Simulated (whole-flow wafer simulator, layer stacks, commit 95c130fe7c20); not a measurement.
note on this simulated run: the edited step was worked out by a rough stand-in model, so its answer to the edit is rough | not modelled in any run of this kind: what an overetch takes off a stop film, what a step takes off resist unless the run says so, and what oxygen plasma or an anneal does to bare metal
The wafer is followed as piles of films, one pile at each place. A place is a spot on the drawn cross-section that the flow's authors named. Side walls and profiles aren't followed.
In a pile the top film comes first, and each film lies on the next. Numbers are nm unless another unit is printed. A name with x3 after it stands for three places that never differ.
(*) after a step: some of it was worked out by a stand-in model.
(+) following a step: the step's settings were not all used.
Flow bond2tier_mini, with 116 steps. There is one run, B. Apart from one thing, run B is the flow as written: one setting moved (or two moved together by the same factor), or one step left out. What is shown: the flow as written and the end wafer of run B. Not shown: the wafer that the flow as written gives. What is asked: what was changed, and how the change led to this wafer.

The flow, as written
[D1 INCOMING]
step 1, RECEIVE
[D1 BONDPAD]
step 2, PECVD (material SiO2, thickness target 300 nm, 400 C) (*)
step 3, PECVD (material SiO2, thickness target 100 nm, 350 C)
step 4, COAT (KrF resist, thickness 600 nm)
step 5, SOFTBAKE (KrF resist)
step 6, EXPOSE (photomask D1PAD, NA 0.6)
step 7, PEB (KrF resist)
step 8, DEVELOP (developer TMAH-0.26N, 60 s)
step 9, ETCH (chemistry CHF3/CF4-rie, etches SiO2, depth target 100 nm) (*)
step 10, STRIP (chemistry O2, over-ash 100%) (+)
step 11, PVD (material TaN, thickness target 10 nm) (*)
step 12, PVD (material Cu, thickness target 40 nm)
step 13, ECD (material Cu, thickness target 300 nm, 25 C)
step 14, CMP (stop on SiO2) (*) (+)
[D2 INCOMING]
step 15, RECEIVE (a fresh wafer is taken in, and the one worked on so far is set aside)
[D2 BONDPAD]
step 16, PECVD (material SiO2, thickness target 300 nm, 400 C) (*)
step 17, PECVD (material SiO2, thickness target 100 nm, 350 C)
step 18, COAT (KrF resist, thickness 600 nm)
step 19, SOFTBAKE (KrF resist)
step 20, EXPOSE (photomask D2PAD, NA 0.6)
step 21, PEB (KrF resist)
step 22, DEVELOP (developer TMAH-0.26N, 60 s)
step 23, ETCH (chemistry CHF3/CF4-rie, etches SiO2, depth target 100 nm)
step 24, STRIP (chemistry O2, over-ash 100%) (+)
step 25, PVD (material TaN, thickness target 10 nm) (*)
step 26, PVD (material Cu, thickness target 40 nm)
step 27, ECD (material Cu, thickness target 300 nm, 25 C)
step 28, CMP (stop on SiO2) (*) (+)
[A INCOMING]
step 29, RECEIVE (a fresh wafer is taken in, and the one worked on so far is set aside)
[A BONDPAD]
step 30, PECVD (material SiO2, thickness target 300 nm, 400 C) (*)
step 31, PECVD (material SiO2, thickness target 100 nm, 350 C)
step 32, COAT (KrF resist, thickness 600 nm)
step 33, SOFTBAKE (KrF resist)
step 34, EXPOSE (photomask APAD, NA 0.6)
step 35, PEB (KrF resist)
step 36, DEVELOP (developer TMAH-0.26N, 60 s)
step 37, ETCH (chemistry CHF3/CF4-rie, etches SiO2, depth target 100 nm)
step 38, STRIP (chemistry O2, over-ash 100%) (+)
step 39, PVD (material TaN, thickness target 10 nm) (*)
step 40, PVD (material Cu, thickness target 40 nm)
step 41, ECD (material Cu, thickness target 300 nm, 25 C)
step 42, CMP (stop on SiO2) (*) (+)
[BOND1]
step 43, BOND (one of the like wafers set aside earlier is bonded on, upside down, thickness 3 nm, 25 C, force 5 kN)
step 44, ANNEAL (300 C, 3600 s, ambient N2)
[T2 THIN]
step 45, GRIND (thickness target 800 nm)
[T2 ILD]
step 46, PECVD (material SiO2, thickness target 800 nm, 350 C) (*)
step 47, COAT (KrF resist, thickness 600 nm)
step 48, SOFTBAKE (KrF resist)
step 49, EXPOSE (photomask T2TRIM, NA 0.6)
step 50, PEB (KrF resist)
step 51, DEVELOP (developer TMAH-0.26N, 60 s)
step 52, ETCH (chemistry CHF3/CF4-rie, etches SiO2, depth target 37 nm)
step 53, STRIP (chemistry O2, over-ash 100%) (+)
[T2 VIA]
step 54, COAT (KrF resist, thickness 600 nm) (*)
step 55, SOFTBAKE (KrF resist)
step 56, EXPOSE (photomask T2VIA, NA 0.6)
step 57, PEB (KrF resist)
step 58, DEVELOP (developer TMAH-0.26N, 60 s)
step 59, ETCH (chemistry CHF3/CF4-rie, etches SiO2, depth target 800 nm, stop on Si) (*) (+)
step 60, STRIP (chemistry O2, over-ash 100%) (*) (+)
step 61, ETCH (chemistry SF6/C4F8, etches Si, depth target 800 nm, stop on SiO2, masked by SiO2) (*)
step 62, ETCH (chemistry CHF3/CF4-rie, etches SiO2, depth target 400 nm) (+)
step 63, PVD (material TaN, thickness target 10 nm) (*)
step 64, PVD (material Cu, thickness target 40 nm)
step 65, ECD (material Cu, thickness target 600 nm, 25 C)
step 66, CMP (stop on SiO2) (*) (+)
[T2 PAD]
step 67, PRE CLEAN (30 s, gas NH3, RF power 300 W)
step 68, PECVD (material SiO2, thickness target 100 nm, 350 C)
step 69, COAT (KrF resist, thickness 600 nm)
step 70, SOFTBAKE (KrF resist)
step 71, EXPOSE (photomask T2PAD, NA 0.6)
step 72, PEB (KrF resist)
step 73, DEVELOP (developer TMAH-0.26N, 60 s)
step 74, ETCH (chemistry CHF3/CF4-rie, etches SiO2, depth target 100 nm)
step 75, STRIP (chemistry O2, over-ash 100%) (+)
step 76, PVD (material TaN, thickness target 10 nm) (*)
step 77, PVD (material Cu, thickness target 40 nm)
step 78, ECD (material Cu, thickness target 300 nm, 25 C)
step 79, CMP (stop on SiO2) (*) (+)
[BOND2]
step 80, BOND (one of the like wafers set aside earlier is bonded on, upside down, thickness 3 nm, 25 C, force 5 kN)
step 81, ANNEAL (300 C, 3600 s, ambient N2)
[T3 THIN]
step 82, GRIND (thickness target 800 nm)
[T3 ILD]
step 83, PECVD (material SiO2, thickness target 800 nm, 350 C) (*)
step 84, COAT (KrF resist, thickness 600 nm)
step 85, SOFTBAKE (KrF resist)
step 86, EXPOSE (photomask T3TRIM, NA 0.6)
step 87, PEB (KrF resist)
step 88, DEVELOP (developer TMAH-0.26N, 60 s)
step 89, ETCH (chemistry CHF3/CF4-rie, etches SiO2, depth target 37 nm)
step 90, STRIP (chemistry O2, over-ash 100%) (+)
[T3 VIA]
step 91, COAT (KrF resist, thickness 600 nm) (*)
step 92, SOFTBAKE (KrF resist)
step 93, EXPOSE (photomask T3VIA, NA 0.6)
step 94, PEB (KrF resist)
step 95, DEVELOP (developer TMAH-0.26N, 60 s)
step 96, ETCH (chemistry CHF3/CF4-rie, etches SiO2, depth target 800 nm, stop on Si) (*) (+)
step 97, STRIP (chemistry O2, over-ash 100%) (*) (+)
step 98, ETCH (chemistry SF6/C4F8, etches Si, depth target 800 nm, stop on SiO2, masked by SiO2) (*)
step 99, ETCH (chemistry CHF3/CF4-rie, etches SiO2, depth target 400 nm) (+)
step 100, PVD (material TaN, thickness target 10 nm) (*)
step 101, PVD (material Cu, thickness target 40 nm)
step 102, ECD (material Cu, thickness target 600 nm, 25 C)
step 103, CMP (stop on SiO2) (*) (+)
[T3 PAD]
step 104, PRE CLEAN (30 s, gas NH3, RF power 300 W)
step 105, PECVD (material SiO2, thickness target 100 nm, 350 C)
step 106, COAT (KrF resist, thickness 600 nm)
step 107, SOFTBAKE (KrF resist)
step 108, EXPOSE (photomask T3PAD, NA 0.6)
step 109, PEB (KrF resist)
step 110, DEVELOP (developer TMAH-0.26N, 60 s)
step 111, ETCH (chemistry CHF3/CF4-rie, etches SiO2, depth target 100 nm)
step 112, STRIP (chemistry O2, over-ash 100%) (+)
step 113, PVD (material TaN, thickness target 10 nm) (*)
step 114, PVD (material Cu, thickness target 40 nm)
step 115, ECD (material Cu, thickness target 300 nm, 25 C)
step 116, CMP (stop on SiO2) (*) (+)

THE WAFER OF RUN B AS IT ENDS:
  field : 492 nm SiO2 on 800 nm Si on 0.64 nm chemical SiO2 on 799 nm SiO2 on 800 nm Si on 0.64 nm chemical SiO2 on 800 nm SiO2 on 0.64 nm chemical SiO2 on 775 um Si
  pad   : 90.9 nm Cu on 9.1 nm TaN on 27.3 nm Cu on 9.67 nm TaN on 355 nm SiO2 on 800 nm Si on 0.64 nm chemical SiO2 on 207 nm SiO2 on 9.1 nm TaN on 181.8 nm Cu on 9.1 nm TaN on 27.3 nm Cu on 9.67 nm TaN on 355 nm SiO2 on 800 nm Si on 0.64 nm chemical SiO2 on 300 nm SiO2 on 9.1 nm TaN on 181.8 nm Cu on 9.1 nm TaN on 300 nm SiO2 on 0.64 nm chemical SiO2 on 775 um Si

What caused this: step 16, PECVD: thickness target 207 nm was run, whereas the flow has thickness target 300 nm.
The wafer lets one read it off: pad has SiO2 207, and step 16 as written asks for 300 nm.

The path from the change to this, step by step:
  step 16, PECVD (material SiO2, thickness target 300 nm, 400 C) (*)
      field, pad, via: SiO2 gains 207 (new film) (in the flow as written it would be: SiO2 gains 300 (new film))
  step 80, BOND (one of the like wafers set aside earlier is bonded on, upside down, thickness 3 nm, 25 C, force 5 kN)
      field: Si gains 775 um (new film), chemical SiO2 gains 0.64 (new film), SiO2 gains 307 (in the flow as written it would be: Si gains 775 um (new film), chemical SiO2 gains 0.64 (new film), SiO2 gains 400)
      pad: Si gains 775 um (new film), chemical SiO2 gains 0.64 (new film), SiO2 gains 207 (new film), TaN gains 9.1 (new film), Cu gains 90.9 (in the flow as written it would be: Si gains 775 um (new film), chemical SiO2 gains 0.64 (new film), SiO2 gains 300 (new film), TaN gains 9.1 (new film), Cu gains 90.9)
